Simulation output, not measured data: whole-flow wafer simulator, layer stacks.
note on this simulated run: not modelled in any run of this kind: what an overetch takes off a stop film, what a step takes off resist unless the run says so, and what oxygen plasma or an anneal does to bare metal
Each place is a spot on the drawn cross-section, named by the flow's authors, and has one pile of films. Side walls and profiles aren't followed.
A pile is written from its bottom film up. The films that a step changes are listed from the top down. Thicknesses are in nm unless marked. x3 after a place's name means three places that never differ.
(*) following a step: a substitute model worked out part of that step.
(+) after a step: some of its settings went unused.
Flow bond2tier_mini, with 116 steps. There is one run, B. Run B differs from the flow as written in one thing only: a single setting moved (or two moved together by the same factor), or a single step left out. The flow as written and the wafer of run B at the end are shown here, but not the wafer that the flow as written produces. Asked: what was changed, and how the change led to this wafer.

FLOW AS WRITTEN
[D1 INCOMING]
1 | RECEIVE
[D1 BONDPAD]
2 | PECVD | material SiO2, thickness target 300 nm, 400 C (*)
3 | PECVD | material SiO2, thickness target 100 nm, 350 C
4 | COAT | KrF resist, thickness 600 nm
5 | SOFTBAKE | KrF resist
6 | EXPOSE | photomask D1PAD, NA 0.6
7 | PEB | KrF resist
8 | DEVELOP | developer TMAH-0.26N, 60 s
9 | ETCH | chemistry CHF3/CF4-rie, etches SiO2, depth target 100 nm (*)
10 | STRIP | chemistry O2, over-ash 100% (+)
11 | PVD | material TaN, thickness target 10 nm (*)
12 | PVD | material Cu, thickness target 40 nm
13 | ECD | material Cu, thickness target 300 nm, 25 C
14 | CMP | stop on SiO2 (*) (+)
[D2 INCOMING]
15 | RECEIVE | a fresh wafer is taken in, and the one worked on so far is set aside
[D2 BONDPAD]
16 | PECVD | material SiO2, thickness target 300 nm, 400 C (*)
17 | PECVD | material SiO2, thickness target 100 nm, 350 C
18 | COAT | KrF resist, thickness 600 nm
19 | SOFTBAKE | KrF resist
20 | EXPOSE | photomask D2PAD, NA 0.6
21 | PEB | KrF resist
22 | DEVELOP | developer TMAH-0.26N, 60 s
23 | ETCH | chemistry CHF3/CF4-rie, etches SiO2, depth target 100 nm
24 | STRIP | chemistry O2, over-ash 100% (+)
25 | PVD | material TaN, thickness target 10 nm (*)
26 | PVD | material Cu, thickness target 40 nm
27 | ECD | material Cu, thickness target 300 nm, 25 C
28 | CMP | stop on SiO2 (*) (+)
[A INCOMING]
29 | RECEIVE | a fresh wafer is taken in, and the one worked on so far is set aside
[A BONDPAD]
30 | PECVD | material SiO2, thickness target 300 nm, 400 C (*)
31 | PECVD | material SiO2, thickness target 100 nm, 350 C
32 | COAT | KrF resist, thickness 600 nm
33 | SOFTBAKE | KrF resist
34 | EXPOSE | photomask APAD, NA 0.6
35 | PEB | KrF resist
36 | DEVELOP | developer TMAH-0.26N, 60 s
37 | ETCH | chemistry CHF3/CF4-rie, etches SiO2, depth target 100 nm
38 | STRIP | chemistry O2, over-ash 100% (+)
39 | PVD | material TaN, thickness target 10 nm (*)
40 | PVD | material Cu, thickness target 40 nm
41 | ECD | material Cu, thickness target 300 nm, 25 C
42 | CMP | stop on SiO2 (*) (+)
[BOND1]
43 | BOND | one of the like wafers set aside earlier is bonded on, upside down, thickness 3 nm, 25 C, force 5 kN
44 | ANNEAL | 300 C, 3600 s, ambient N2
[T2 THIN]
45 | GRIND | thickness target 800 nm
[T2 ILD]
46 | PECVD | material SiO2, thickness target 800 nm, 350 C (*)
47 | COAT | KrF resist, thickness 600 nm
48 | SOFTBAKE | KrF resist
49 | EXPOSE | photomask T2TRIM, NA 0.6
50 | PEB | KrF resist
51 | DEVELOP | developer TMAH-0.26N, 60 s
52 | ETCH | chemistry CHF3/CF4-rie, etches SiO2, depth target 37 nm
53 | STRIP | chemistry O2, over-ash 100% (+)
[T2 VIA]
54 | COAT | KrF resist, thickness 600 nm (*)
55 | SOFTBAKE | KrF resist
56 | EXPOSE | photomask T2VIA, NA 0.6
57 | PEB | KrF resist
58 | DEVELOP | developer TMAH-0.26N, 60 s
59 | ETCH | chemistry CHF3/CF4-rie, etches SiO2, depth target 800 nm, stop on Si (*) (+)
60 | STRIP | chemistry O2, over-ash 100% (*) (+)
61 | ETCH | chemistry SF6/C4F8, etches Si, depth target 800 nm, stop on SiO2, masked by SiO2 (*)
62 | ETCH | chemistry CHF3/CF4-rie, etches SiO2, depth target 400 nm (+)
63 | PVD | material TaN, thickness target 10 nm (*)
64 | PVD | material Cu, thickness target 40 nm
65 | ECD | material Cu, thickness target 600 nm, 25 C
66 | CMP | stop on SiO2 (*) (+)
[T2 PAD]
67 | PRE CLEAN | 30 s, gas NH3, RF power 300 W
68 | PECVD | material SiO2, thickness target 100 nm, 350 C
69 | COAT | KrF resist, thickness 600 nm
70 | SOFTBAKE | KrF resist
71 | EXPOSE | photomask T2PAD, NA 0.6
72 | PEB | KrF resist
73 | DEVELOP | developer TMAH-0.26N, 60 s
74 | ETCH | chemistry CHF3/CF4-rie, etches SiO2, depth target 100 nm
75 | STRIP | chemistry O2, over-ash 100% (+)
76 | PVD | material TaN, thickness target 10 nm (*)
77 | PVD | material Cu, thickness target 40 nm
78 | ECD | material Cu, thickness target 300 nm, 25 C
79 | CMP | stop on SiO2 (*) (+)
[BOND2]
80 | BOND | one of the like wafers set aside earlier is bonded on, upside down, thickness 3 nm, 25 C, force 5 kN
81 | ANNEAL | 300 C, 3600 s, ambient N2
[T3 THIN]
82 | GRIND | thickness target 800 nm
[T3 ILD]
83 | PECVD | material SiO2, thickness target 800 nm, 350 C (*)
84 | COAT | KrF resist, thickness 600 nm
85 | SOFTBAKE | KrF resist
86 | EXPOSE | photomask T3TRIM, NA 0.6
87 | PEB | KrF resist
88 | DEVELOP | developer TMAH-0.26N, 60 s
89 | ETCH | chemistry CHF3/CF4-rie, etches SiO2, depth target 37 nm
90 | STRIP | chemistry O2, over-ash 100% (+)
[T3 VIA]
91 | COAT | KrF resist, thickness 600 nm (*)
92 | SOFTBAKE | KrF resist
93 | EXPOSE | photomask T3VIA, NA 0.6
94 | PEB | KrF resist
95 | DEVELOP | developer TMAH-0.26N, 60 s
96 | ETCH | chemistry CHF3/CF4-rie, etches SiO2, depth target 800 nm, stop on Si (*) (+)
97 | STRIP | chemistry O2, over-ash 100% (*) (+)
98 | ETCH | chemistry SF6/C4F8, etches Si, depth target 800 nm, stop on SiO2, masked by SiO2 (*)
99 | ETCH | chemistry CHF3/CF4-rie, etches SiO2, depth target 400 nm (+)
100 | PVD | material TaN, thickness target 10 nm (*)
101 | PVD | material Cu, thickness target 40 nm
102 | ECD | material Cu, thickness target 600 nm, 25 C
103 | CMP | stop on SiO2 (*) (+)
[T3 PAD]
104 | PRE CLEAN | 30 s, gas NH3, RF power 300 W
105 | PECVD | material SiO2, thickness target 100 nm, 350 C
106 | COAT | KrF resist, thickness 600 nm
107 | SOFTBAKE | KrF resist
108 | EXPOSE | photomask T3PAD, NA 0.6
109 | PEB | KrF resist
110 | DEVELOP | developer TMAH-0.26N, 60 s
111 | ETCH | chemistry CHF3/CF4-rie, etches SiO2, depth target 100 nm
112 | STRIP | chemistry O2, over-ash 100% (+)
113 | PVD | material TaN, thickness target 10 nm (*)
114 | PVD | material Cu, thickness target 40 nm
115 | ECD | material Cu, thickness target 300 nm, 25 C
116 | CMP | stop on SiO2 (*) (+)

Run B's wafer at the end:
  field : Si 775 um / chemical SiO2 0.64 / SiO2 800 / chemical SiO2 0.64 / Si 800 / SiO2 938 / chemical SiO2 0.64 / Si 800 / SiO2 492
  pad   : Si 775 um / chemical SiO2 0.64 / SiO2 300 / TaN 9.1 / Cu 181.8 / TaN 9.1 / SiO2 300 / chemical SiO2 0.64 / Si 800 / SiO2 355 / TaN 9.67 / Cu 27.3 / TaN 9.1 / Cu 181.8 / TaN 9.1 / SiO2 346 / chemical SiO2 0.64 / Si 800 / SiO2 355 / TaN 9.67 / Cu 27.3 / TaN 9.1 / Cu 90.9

Cause: step 17, PECVD: thickness target 146 nm was run, though the flow has thickness target 100 nm.

How this came from the change, step by step:
  17 | PECVD | material SiO2, thickness target 100 nm, 350 C
      field, pad, via: SiO2 gains 146 (as written it would have been: SiO2 gains 100)
  80 | BOND | one of the like wafers set aside earlier is bonded on, upside down, thickness 3 nm, 25 C, force 5 kN
      field: Si gains 775 um (new film), chemical SiO2 gains 0.64 (new film), SiO2 gains 446 (as written it would have been: Si gains 775 um (new film), chemical SiO2 gains 0.64 (new film), SiO2 gains 400)
      pad: Si gains 775 um (new film), chemical SiO2 gains 0.64 (new film), SiO2 gains 346 (new film), TaN gains 9.1 (new film), Cu gains 90.9 (as written it would have been: Si gains 775 um (new film), chemical SiO2 gains 0.64 (new film), SiO2 gains 300 (new film), TaN gains 9.1 (new film), Cu gains 90.9)
